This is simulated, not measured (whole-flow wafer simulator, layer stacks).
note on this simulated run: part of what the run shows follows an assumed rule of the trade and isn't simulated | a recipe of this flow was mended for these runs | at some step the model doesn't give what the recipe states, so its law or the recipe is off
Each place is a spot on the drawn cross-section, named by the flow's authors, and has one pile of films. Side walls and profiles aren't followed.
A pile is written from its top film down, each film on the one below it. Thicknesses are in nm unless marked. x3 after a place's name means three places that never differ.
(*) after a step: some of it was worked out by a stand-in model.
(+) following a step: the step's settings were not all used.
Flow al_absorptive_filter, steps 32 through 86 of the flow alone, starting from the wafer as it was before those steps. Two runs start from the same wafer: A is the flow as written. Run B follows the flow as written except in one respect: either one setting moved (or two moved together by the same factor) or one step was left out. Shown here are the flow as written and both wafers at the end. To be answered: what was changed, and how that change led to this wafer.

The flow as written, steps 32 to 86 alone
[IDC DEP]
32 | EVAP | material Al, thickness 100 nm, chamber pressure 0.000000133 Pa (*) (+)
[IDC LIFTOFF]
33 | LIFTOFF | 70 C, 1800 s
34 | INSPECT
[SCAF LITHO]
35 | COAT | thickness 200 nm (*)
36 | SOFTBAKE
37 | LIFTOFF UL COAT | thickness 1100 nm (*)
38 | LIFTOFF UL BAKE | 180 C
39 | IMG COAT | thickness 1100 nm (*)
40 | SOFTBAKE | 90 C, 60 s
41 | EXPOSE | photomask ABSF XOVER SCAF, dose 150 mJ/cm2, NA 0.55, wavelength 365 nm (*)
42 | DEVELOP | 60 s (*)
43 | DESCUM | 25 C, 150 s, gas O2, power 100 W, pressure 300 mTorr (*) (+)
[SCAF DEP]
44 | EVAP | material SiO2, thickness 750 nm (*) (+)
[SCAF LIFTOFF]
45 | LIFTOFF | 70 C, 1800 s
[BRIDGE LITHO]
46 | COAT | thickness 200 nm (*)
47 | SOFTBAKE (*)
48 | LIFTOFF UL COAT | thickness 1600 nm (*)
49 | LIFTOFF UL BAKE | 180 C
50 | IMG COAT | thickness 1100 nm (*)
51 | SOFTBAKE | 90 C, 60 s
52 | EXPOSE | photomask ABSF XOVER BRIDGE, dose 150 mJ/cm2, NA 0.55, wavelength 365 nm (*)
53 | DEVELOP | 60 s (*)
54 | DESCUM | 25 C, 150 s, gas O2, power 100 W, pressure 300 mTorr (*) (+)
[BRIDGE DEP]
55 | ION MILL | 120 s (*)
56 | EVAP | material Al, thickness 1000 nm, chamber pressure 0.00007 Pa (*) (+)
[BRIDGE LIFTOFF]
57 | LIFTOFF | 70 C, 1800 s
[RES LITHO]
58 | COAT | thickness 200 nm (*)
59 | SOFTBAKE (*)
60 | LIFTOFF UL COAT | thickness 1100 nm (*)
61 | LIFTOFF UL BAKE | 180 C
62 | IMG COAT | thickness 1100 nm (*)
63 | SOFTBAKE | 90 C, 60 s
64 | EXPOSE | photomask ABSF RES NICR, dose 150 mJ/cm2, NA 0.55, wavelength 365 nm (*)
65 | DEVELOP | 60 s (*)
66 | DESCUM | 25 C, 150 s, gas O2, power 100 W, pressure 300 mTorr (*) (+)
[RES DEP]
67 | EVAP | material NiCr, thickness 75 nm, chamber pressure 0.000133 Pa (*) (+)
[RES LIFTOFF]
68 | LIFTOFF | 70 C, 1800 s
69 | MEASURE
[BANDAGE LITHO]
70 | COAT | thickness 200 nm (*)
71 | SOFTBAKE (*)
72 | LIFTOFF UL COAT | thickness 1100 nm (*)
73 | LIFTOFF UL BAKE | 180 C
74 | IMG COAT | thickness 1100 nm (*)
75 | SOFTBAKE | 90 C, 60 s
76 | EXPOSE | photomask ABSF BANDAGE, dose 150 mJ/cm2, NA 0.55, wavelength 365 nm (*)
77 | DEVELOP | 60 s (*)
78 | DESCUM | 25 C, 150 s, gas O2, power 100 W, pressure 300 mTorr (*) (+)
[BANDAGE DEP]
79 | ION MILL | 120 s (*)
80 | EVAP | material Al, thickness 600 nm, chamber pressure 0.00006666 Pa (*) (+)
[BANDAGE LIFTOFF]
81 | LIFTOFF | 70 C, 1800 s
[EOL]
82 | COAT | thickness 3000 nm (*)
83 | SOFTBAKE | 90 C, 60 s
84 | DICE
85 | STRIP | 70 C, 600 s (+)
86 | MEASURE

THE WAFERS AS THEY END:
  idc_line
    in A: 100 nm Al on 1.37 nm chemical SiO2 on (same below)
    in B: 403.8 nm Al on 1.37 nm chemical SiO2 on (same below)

The reason: step 32, EVAP: thickness 145 nm was run, though the flow has thickness 100 nm.

The path from the change to this, step by step:
  32 | EVAP | material Al, thickness 100 nm, chamber pressure 0.000000133 Pa (*) (+)
      gnd, pad_far, pad_near and 10 more: A Al gains 100 (new film) | B Al gains 145 (new film)
      idc_line: A Al gains 100 (new film) | B Al gains 403.8 (new film)
  33 | LIFTOFF | 70 C, 1800 s
      gnd, xa_field, xa_margin, xa_strip, xl_land, idc_field, idc_space: A Al loses 100 (all of it), e-beam-resist loses 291 (all of it) | B Al loses 145 (all of it), e-beam-resist loses 291 (all of it)
      pad_far: A Al loses 100 (all of it), e-beam-resist loses 287 (all of it) | B Al loses 145 (all of it), e-beam-resist loses 287 (all of it)
      (as well as at 5 more places)
  35 | COAT | thickness 200 nm (*)
      idc_line: A acrylic-e-beam-resist gains 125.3 (new film) | B acrylic-e-beam-resist gains 3 (new film)
      idc_space: A acrylic-e-beam-resist gains 228.2 (new film) | B acrylic-e-beam-resist gains 358.6 (new film)
  37 | LIFTOFF UL COAT | thickness 1100 nm (*)
      idc_line: A lift-off-underlayer gains 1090 (new film) | B lift-off-underlayer gains 983.5 (new film)
      idc_space: A lift-off-underlayer gains 1087.8 (new film) | B lift-off-underlayer gains 1033 (new film)
  45 | LIFTOFF | 70 C, 1800 s
      idc_line: A SiO2 loses 750 (all of it), i-line-resist loses 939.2 (all of it), lift-off-underlayer loses 1090 (all of it), acrylic-e-beam-resist loses 125.3 (all of it) | B SiO2 loses 750 (all of it), i-line-resist loses 937.3 (all of it), lift-off-underlayer loses 983.5 (all of it), acrylic-e-beam-resist loses 3 (all of it)
      idc_space: A SiO2 loses 750 (all of it), i-line-resist loses 939.1 (all of it), lift-off-underlayer loses 1087.8 (all of it), acrylic-e-beam-resist loses 228.2 (all of it) | B SiO2 loses 750 (all of it), i-line-resist loses 936.9 (all of it), lift-off-underlayer loses 1033 (all of it), acrylic-e-beam-resist loses 358.6 (all of it)
  46 | COAT | thickness 200 nm (*)
      idc_line: A acrylic-e-beam-resist gains 129.8 (new film) | B acrylic-e-beam-resist gains 4.78 (new film)
      idc_space: A acrylic-e-beam-resist gains 229.8 (new film) | B acrylic-e-beam-resist gains 363.6 (new film)
  48 | LIFTOFF UL COAT | thickness 1600 nm (*)
      idc_line: A lift-off-underlayer gains 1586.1 (new film) | B lift-off-underlayer gains 1478.8 (new film)
      idc_space: A lift-off-underlayer gains 1586.9 (new film) | B lift-off-underlayer gains 1524.5 (new film)
  57 | LIFTOFF | 70 C, 1800 s
      idc_line: A Al loses 1000 (all of it), i-line-resist loses 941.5 (all of it), lift-off-underlayer loses 1586.1 (all of it), acrylic-e-beam-resist loses 129.8 (all of it) | B Al loses 1000 (all of it), i-line-resist loses 940.6 (all of it), lift-off-underlayer loses 1478.8 (all of it), acrylic-e-beam-resist loses 4.78 (all of it)
      idc_space: A Al loses 1000 (all of it), i-line-resist loses 941.5 (all of it), lift-off-underlayer loses 1586.9 (all of it), acrylic-e-beam-resist loses 229.8 (all of it) | B Al loses 1000 (all of it), i-line-resist loses 940.6 (all of it), lift-off-underlayer loses 1524.5 (all of it), acrylic-e-beam-resist loses 363.6 (all of it)
  58 | COAT | thickness 200 nm (*)
      idc_line: A acrylic-e-beam-resist gains 129.8 (new film) | B acrylic-e-beam-resist gains 4.78 (new film)
      idc_space: A acrylic-e-beam-resist gains 229.8 (new film) | B acrylic-e-beam-resist gains 363.6 (new film)
  60 | LIFTOFF UL COAT | thickness 1100 nm (*)
      idc_line: A lift-off-underlayer gains 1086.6 (new film) | B lift-off-underlayer gains 983.5 (new film)
      idc_space: A lift-off-underlayer gains 1087.4 (new film) | B lift-off-underlayer gains 1029.1 (new film)
  68 | LIFTOFF | 70 C, 1800 s
      idc_line: A NiCr loses 75 (all of it), i-line-resist loses 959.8 (all of it), lift-off-underlayer loses 1086.6 (all of it), acrylic-e-beam-resist loses 129.8 (all of it) | B NiCr loses 75 (all of it), i-line-resist loses 957.5 (all of it), lift-off-underlayer loses 983.5 (all of it), acrylic-e-beam-resist loses 4.78 (all of it)
      idc_space: A NiCr loses 75 (all of it), i-line-resist loses 959.8 (all of it), lift-off-underlayer loses 1087.4 (all of it), acrylic-e-beam-resist loses 229.8 (all of it) | B NiCr loses 75 (all of it), i-line-resist loses 957.6 (all of it), lift-off-underlayer loses 1029.1 (all of it), acrylic-e-beam-resist loses 363.6 (all of it)
  70 | COAT | thickness 200 nm (*)
      idc_line: A acrylic-e-beam-resist gains 129.8 (new film) | B acrylic-e-beam-resist gains 4.78 (new film)
      idc_space: A acrylic-e-beam-resist gains 229.8 (new film) | B acrylic-e-beam-resist gains 363.6 (new film)
  72 | LIFTOFF UL COAT | thickness 1100 nm (*)
      idc_line: A lift-off-underlayer gains 1086.6 (new film) | B lift-off-underlayer gains 983.5 (new film)
      idc_space: A lift-off-underlayer gains 1087.4 (new film) | B lift-off-underlayer gains 1029.1 (new film)
  81 | LIFTOFF | 70 C, 1800 s
      idc_line: A Al loses 600 (all of it), i-line-resist loses 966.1 (all of it), lift-off-underlayer loses 1086.6 (all of it), acrylic-e-beam-resist loses 129.8 (all of it) | B Al loses 600 (all of it), i-line-resist loses 963.8 (all of it), lift-off-underlayer loses 983.5 (all of it), acrylic-e-beam-resist loses 4.78 (all of it)
      idc_space: A Al loses 600 (all of it), i-line-resist loses 966.1 (all of it), lift-off-underlayer loses 1087.4 (all of it), acrylic-e-beam-resist loses 229.8 (all of it) | B Al loses 600 (all of it), i-line-resist loses 963.9 (all of it), lift-off-underlayer loses 1029.1 (all of it), acrylic-e-beam-resist loses 363.6 (all of it)
  82 | COAT | thickness 3000 nm (*)
      idc_line: A i-line-resist gains 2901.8 (new film) | B i-line-resist gains 2606.4 (new film)
  83 | SOFTBAKE | 90 C, 60 s
      idc_line: A i-line-resist loses 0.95 | B i-line-resist loses 4.59
      idc_space: A i-line-resist loses 0.95 | B i-line-resist loses 4.57
  85 | STRIP | 70 C, 600 s (+)
      idc_line: A i-line-resist loses 2900.9 (all of it) | B i-line-resist loses 2601.9 (all of it)
